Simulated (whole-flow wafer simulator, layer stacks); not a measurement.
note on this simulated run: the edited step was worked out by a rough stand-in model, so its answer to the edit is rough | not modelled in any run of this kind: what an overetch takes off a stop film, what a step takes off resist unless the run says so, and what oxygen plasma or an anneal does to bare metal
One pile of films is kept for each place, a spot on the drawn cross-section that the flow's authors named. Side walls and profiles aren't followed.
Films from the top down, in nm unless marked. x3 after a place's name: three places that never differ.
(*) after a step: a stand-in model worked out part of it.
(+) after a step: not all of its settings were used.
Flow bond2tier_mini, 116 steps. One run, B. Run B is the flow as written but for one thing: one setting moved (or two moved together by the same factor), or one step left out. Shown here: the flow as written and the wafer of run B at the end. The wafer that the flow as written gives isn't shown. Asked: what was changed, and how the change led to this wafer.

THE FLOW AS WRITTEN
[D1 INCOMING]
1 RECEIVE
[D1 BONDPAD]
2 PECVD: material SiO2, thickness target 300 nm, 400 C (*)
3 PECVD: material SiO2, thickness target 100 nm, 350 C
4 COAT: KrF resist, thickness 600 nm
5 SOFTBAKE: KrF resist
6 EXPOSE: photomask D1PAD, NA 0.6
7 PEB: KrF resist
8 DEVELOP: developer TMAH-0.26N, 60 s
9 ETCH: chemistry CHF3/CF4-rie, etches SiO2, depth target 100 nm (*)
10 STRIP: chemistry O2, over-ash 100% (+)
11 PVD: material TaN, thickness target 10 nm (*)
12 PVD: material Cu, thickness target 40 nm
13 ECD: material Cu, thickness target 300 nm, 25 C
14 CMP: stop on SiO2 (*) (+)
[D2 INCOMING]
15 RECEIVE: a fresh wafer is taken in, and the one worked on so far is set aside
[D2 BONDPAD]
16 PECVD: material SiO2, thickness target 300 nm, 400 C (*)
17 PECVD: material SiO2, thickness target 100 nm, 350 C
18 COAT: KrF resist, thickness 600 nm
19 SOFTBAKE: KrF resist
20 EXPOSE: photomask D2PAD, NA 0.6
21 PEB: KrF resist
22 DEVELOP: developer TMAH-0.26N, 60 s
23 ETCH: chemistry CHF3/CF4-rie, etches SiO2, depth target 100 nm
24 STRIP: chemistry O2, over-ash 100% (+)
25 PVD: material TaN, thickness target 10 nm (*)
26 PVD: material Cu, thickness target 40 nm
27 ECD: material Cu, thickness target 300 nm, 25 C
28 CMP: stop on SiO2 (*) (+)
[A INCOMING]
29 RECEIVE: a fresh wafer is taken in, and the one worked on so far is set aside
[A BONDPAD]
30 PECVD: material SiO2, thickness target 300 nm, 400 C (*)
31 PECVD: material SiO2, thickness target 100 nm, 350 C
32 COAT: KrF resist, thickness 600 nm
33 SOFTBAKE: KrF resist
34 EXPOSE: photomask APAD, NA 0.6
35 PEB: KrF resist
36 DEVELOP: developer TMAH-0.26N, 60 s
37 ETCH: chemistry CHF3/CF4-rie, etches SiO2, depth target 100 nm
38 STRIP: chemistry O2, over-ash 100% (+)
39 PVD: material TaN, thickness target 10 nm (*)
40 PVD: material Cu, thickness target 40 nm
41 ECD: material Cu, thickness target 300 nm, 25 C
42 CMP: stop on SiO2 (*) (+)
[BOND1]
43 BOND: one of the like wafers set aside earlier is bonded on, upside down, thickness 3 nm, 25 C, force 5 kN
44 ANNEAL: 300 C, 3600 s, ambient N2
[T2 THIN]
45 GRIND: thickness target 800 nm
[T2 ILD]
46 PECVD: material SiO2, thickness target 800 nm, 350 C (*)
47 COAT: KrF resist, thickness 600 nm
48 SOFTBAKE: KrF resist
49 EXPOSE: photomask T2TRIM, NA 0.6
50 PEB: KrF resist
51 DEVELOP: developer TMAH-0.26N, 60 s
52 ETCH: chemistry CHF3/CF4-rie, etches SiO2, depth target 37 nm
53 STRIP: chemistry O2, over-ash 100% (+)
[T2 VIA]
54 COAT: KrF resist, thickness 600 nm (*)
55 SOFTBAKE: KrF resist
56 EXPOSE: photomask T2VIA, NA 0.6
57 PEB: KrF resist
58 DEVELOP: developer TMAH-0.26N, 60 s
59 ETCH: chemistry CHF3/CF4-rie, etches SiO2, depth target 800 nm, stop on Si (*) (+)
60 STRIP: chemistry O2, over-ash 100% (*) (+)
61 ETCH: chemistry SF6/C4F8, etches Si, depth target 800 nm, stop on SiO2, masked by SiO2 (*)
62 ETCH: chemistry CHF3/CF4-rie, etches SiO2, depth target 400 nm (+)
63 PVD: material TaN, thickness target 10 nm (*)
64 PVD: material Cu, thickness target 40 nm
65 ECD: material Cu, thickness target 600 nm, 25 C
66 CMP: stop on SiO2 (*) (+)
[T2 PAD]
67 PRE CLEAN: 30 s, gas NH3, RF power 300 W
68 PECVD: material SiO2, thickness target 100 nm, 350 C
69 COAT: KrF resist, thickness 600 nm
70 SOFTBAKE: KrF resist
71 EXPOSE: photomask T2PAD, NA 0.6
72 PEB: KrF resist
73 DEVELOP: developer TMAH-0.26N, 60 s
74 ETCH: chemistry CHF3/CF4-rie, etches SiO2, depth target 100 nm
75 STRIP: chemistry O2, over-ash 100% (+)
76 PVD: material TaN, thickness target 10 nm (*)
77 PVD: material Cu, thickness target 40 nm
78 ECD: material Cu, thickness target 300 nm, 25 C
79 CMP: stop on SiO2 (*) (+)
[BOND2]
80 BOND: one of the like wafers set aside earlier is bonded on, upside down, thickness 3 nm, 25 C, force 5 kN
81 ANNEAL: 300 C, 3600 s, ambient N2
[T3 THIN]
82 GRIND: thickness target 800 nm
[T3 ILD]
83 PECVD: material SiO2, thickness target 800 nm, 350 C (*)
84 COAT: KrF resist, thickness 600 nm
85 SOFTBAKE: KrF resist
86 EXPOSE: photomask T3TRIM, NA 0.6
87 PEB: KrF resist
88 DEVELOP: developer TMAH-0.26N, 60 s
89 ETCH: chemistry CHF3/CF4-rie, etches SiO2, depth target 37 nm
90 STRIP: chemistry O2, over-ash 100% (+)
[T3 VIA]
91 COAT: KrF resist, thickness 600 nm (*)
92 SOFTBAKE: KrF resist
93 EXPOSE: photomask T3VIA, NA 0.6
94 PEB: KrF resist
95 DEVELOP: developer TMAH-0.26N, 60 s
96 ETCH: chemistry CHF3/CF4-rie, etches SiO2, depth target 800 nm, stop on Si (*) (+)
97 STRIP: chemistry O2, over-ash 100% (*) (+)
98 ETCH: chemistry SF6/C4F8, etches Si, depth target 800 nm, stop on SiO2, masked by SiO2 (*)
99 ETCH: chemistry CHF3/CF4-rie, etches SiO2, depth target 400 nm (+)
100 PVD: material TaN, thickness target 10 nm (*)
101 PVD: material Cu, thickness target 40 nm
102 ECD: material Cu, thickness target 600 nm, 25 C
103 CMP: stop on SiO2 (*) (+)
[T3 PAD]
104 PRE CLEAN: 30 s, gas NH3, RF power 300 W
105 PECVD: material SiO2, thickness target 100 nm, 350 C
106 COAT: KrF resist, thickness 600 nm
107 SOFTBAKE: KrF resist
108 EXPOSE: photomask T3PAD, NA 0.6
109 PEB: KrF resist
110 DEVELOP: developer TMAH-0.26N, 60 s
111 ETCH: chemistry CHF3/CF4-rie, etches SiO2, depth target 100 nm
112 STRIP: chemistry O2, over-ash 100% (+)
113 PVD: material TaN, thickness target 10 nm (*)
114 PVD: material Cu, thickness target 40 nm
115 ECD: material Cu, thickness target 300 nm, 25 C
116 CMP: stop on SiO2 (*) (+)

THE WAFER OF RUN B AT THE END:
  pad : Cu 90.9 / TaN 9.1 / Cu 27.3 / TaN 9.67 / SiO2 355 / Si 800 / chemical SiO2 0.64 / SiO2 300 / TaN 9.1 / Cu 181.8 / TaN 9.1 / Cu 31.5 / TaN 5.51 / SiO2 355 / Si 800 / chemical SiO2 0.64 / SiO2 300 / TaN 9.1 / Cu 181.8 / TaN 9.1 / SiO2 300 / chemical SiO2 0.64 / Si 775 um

The cause: step 63, PVD: thickness target 5.7 nm was run, where the flow has thickness target 10 nm.

How the change led to this, step by step:
  63 PVD: material TaN, thickness target 10 nm (*)
      field: TaN +5.7 (new film) (as written it would be: TaN +10 (new film))
      pad: TaN +5.51 (new film) (as written it would be: TaN +9.67 (new film))
  66 CMP: stop on SiO2 (*) (+)
      field: Cu -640 (all of it), TaN -5.7 (all of it) (as written it would be: Cu -640 (all of it), TaN -10 (all of it))
